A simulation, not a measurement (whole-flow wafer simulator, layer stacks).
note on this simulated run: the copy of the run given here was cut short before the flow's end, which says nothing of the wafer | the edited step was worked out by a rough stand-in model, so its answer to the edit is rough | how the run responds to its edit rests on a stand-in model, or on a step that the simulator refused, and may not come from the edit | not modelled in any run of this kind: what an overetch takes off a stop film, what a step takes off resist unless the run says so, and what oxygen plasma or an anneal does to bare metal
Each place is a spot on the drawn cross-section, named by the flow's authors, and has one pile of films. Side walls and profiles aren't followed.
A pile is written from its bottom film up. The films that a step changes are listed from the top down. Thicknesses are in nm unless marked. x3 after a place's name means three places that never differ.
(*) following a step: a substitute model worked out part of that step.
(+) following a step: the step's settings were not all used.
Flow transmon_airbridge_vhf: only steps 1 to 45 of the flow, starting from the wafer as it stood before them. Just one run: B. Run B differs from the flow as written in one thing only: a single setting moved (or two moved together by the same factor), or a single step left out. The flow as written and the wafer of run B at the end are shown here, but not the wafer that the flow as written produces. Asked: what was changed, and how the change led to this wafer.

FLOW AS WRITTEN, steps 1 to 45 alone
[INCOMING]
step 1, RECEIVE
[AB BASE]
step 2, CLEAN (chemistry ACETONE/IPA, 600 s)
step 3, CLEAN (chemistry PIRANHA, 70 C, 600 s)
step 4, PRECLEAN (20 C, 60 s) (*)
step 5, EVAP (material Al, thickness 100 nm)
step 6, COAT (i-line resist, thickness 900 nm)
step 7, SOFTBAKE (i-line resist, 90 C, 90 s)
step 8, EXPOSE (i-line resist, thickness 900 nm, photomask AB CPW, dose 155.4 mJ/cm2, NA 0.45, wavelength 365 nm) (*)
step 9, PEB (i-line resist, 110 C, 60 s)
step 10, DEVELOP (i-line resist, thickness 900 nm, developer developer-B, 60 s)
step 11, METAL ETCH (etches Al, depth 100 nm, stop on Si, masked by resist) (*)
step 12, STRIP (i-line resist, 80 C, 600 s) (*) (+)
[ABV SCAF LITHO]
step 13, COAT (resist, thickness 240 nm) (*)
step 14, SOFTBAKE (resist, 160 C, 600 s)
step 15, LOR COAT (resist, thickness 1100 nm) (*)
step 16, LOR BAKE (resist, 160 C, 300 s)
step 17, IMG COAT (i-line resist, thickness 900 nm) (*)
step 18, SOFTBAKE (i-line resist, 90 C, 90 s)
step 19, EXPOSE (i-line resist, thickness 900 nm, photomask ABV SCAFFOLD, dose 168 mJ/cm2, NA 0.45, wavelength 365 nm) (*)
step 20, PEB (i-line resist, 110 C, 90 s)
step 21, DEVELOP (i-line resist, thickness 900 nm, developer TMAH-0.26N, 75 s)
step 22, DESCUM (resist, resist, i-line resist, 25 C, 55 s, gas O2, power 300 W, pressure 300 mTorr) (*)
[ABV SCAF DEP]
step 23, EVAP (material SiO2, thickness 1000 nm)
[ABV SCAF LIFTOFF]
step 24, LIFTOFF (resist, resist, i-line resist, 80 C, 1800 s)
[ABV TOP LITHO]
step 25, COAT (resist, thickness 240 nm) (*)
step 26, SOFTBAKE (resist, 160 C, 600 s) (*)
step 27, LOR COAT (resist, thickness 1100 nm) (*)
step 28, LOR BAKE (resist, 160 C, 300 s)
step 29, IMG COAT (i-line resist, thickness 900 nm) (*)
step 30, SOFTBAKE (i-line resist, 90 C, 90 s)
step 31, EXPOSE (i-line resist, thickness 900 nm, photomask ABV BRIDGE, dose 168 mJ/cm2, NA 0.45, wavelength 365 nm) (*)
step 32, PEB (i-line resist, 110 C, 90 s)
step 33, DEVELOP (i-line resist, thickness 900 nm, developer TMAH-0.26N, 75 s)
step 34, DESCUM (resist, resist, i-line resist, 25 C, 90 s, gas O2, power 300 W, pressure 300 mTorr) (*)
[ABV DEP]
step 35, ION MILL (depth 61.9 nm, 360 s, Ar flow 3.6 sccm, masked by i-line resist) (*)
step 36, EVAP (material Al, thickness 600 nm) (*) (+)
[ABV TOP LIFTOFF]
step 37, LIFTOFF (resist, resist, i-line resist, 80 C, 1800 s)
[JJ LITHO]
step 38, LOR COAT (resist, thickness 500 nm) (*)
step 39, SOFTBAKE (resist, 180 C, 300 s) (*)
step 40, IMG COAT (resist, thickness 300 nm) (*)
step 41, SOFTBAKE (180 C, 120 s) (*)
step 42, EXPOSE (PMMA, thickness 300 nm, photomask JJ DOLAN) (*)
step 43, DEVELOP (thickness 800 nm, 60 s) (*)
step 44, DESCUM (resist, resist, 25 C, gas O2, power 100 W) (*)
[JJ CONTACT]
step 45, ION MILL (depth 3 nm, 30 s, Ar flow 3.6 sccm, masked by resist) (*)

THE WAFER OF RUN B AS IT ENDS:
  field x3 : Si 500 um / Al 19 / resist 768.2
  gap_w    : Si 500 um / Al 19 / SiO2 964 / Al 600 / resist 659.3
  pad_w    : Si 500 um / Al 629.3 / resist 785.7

Cause: step 11, METAL ETCH: depth 81 nm was run, whereas the flow has depth 100 nm.

Step by step, how the change led to this:
  step 11, METAL ETCH (etches Al, depth 100 nm, stop on Si, masked by resist) (*)
      field x3, jj_line, gap_w, gap_e: Al loses 81 (as written it would have been: Al loses 100 (all of it))
      ground_far, pad_w, flank_w and 8 more: i-line resist loses 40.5 (as written it would have been: i-line resist loses 50)
  step 45, ION MILL (depth 3 nm, 30 s, Ar flow 3.6 sccm, masked by resist) (*)
      jj_line: Al loses 19 (all of it), Si loses 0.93 (as written it would have been: Si loses 11.6)
Taking metal films that touch as one body, field x3 has 1 body; the flow as written gives 0 bodies.
Taking metal films that touch as one body, gap_w has 2 bodies (between them, from the top down: SiO2 964); the flow as written gives 1 body.
